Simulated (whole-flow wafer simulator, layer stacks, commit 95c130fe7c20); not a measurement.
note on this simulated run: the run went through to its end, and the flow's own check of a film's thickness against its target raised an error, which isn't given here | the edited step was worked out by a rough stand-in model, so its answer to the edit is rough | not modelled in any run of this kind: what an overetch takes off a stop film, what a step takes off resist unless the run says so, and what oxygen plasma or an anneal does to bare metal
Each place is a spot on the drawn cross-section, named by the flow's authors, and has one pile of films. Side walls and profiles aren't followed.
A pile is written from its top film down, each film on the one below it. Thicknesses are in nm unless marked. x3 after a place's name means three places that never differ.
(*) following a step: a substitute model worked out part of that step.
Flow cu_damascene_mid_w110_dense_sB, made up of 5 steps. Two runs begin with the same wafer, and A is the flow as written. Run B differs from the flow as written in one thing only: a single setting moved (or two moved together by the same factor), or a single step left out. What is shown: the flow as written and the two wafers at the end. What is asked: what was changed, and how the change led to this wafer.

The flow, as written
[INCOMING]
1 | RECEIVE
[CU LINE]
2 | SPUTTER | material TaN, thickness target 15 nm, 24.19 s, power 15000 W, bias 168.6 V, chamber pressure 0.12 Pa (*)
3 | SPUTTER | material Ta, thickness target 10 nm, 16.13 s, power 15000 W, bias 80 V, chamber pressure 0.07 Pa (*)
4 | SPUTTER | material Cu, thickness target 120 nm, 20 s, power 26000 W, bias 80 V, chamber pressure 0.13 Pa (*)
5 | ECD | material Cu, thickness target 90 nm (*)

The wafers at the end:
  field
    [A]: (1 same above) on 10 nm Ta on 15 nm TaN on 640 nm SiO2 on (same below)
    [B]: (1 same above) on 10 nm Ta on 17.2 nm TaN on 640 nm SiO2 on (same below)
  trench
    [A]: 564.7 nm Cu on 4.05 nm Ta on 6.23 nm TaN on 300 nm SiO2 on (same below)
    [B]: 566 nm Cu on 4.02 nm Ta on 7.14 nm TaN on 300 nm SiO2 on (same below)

The reason: step 2, SPUTTER: thickness target 17.2 nm was run, though the flow has thickness target 15 nm; step 2, SPUTTER: 27.82 s was run, where the flow has 24.19 s.
The wafer lets one read it off: field has TaN 17.2, and step 2 as written asks for 15 nm.

Step by step, how the change led to this:
  2 | SPUTTER | material TaN, thickness target 15 nm, 24.19 s, power 15000 W, bias 168.6 V, chamber pressure 0.12 Pa (*)
      field: A +15 TaN (new film) | B +17.2 TaN (new film)
      trench: A +6.23 TaN (new film) | B +7.14 TaN (new film)
